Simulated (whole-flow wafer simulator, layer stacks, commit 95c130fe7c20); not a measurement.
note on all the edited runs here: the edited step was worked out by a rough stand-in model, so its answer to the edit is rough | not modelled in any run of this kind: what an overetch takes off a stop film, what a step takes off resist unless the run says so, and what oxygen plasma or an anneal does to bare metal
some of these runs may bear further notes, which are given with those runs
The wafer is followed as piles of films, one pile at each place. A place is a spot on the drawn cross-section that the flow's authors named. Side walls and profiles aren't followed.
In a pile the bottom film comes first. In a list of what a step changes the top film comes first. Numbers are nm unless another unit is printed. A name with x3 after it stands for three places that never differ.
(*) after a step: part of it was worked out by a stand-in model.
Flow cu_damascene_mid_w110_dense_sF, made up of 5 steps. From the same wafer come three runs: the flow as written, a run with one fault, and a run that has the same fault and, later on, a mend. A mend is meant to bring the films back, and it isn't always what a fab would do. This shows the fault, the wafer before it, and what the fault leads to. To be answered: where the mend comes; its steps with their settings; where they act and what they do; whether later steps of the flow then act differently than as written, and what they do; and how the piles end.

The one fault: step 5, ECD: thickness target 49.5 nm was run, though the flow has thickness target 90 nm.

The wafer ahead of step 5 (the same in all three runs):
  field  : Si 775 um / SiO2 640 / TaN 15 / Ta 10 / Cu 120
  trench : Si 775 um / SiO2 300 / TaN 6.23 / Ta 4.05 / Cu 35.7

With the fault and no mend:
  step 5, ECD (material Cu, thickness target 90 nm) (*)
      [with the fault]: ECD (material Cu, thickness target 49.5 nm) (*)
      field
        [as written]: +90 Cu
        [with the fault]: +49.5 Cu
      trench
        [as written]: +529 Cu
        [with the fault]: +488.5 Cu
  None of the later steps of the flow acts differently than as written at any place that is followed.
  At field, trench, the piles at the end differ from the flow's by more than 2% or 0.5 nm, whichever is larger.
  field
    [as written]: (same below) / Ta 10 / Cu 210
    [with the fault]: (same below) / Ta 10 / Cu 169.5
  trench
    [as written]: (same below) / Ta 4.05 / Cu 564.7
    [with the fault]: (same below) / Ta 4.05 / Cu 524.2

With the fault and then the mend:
  The mend follows step 5.
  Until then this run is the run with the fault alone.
  step 5a, ECD (material Cu, thickness target 40.5 nm) (the flow's step 5 again, with other settings)
      field, trench
        +40.5 Cu
  None of the later steps of the flow acts differently than as written at any place that is followed.
  By the end, the piles equal the flow's at every place that both follow.
